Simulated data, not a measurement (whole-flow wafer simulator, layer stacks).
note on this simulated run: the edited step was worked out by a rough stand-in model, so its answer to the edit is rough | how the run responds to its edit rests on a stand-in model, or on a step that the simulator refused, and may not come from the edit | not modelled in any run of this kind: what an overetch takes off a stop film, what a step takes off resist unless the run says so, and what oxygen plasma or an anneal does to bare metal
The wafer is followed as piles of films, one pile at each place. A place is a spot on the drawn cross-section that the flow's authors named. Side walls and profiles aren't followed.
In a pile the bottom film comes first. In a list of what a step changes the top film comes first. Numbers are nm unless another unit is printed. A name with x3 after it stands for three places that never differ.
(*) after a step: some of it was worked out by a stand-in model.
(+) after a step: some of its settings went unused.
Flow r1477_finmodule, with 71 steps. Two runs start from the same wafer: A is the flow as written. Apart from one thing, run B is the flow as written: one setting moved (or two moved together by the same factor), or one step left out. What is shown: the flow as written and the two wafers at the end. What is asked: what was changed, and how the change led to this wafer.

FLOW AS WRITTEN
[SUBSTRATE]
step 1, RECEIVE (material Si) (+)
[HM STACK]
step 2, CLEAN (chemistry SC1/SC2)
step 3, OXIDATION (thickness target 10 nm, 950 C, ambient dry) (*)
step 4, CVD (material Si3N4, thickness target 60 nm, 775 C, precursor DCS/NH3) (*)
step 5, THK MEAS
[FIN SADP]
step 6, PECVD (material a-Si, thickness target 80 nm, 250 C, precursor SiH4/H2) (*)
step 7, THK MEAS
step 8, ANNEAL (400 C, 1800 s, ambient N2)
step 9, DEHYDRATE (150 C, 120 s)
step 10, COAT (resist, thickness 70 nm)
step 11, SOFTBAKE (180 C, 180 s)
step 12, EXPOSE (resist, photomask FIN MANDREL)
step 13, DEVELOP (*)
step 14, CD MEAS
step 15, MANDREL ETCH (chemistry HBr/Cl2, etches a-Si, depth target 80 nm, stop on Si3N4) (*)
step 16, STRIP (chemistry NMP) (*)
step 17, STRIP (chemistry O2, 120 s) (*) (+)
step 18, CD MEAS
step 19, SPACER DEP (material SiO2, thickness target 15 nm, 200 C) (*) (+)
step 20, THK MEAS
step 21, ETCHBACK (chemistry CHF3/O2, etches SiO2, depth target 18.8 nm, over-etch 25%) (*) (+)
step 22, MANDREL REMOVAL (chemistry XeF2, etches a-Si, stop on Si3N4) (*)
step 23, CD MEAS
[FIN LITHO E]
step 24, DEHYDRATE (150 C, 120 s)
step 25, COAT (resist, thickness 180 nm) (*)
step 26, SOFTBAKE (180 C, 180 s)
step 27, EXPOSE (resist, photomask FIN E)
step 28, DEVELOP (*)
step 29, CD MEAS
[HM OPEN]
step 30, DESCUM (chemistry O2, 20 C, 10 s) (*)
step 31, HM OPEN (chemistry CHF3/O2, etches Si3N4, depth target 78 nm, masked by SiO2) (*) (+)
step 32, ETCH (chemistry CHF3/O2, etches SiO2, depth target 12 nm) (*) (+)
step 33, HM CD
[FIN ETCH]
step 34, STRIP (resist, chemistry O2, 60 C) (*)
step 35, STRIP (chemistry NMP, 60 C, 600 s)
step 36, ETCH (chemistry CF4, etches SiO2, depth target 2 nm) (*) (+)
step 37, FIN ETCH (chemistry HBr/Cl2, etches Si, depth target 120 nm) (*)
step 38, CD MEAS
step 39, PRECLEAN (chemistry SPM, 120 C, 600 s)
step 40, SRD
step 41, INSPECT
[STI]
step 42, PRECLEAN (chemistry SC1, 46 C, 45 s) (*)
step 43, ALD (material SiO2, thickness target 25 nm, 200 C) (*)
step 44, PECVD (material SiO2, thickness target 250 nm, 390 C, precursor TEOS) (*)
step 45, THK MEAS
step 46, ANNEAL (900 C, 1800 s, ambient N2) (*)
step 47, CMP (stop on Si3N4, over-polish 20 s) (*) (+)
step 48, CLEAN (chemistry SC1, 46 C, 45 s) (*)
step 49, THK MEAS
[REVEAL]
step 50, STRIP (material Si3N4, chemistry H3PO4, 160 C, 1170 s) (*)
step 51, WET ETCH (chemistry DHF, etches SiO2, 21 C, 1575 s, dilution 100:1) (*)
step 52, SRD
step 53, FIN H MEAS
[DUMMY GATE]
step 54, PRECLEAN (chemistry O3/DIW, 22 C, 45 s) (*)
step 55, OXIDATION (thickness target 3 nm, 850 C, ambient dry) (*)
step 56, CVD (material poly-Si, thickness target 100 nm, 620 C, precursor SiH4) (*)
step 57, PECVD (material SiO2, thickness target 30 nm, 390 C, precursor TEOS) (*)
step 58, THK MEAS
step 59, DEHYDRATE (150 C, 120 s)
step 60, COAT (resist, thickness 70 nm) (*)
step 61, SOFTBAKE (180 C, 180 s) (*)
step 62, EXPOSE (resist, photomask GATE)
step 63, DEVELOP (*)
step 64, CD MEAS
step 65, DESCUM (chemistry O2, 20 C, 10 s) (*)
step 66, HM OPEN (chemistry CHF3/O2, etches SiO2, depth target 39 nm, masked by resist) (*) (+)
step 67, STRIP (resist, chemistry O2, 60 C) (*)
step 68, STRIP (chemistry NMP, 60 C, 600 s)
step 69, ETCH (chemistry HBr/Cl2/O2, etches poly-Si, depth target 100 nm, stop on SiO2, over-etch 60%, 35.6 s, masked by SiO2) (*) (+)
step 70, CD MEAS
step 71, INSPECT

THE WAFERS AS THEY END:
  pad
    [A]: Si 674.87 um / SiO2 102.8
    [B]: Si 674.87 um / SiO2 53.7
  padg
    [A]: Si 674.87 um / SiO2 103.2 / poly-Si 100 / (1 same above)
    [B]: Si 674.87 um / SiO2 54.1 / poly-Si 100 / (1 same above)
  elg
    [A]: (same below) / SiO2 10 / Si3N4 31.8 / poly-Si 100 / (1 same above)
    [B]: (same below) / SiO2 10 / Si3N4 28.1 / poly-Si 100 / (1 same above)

Cause: step 51, WET ETCH: 2481 s was run, whereas the flow has 1575 s.

Step by step, how the change led to this:
  step 51, WET ETCH (chemistry DHF, etches SiO2, 21 C, 1575 s, dilution 100:1) (*)
      pad, padg, e40sg and 12 more: A -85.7 SiO2 | B -135 SiO2
      elg, e40lg, e100lg, e200lg, elo, e40lo, e100lo, e200lo: A -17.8 SiO2 (all of it), -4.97 Si3N4 | B -17.8 SiO2 (all of it), -8.66 Si3N4
      (and at 7 other places as well)
  step 56, CVD (material poly-Si, thickness target 100 nm, 620 C, precursor SiH4) (*)
      s40cg, s40co: A +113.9 poly-Si (new film) | B +161.4 poly-Si (new film)
      s45cg, s45co: A +113.4 poly-Si (new film) | B +161.4 poly-Si (new film)
      (and at 3 other places as well)
  step 60, COAT (resist, thickness 70 nm) (*)
      e40lg, e100lg, e200lg, elo, e40lo, e100lo, e200lo: A +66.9 resist (new film) | B +64.6 resist (new film)
      e40sg, eso, e40so: A +129.5 resist (new film) | B +172.7 resist (new film)
      (and at 18 other places as well)
  step 63, DEVELOP (*)
      elo, e40lo, e100lo, e200lo: A -66.9 resist (all of it) | B -64.6 resist (all of it)
      eso, e40so: A -129.5 resist (all of it) | B -172.7 resist (all of it)
      (and at 9 other places as well)
  step 67, STRIP (resist, chemistry O2, 60 C) (*)
      e40lg, e100lg, e200lg: A -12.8 resist (all of it) | B -10.5 resist (all of it)
      e40sg: A -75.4 resist (all of it) | B -118.6 resist (all of it)
      (and at 11 other places as well)
  step 69, ETCH (chemistry HBr/Cl2/O2, etches poly-Si, depth target 100 nm, stop on SiO2, over-etch 60%, 35.6 s, masked by SiO2) (*) (+)
      s40co: A -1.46 chemical SiO2 (all of it), -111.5 poly-Si (all of it), -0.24 SiO2 | B -1.63 chemical SiO2 (all of it), -158.9 poly-Si (all of it)
      s45co: A -1.46 chemical SiO2 (all of it), -110.9 poly-Si (all of it), -0.25 SiO2 | B -1.63 chemical SiO2 (all of it), -158.9 poly-Si (all of it)
      (and at 1 other place as well)
